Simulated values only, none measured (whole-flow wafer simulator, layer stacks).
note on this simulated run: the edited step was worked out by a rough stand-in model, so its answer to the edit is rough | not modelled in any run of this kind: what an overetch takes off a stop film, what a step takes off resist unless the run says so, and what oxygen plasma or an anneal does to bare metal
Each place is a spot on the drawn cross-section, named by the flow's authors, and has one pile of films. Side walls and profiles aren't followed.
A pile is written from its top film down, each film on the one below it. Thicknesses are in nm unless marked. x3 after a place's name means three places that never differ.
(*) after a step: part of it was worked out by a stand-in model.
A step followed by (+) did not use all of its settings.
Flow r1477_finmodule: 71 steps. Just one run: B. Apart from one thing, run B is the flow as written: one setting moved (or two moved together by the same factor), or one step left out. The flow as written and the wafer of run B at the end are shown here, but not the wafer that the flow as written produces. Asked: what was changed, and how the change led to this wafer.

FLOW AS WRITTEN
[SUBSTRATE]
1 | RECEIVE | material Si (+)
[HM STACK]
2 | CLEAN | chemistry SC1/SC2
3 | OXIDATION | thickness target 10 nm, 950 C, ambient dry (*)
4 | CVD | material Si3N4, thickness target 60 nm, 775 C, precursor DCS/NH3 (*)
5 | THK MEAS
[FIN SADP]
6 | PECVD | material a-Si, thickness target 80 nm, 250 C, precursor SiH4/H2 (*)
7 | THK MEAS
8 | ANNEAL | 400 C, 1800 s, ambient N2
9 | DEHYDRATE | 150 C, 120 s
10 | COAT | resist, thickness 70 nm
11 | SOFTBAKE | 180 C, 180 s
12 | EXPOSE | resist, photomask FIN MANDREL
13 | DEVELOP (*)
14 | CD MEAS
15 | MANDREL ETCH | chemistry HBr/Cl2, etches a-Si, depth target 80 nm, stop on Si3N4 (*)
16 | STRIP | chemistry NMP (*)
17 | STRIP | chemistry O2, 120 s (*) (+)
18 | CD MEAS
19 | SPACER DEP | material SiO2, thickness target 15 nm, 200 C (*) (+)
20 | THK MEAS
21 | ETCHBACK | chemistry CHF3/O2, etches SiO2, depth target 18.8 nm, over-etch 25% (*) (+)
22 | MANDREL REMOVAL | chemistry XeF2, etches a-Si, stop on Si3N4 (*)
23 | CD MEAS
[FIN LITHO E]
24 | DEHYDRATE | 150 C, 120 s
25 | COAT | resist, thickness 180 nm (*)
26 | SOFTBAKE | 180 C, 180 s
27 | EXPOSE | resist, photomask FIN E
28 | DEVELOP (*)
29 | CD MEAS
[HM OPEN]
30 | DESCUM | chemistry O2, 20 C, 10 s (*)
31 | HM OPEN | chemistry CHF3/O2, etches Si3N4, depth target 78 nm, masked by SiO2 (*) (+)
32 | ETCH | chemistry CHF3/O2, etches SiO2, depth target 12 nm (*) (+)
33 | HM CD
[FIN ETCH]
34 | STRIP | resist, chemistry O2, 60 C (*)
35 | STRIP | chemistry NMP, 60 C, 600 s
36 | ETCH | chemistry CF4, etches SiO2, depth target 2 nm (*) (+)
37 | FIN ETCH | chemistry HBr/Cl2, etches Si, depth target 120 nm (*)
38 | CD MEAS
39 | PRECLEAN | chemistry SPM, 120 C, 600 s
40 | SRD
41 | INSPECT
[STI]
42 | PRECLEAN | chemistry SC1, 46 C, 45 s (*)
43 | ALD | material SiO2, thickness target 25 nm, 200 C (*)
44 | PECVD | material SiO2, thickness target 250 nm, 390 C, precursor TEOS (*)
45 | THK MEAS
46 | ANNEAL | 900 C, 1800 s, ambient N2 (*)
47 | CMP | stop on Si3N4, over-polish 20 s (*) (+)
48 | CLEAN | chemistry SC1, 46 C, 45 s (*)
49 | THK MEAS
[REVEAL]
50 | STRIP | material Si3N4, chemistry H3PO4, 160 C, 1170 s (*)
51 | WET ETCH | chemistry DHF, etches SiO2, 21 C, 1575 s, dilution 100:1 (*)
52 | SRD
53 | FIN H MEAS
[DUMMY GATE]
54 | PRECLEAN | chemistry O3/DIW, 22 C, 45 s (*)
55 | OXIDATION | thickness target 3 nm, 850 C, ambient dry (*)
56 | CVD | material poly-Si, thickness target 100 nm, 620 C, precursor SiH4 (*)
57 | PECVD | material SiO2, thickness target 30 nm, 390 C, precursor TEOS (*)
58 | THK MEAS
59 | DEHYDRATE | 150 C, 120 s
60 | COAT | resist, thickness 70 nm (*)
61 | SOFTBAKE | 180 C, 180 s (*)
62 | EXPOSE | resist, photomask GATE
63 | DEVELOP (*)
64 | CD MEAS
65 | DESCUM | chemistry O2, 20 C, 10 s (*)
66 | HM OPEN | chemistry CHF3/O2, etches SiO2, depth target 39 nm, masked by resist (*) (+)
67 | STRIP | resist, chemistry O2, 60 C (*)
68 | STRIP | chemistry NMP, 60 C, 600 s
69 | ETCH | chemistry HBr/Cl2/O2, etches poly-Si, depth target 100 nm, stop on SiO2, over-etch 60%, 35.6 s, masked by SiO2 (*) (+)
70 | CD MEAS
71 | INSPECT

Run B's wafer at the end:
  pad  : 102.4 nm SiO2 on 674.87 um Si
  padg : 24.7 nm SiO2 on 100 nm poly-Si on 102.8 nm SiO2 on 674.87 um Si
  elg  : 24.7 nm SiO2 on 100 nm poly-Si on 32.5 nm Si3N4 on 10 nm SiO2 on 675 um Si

Cause: step 36, ETCH: depth target 1.392 nm was run, while the flow as written has depth target 2 nm.

Step by step, how the change led to this:
  36 | ETCH | chemistry CF4, etches SiO2, depth target 2 nm (*) (+)
      elg, e40lg, e100lg, e200lg, elo, e40lo, e100lo, e200lo: Si3N4 loses 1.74 (in the flow as written it would be: Si3N4 loses 2.5)
      s40sg_line, s45sg_line, s50sg_line, s40so_line, s45so_line, s50so_line: SiO2 loses 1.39 (in the flow as written it would be: SiO2 loses 2)
  51 | WET ETCH | chemistry DHF, etches SiO2, 21 C, 1575 s, dilution 100:1 (*)
      elg, e40lg, e100lg, e200lg, elo, e40lo, e100lo, e200lo: SiO2 loses 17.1 (all of it), Si3N4 loses 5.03 (in the flow as written it would be: SiO2 loses 17.8 (all of it), Si3N4 loses 4.97)
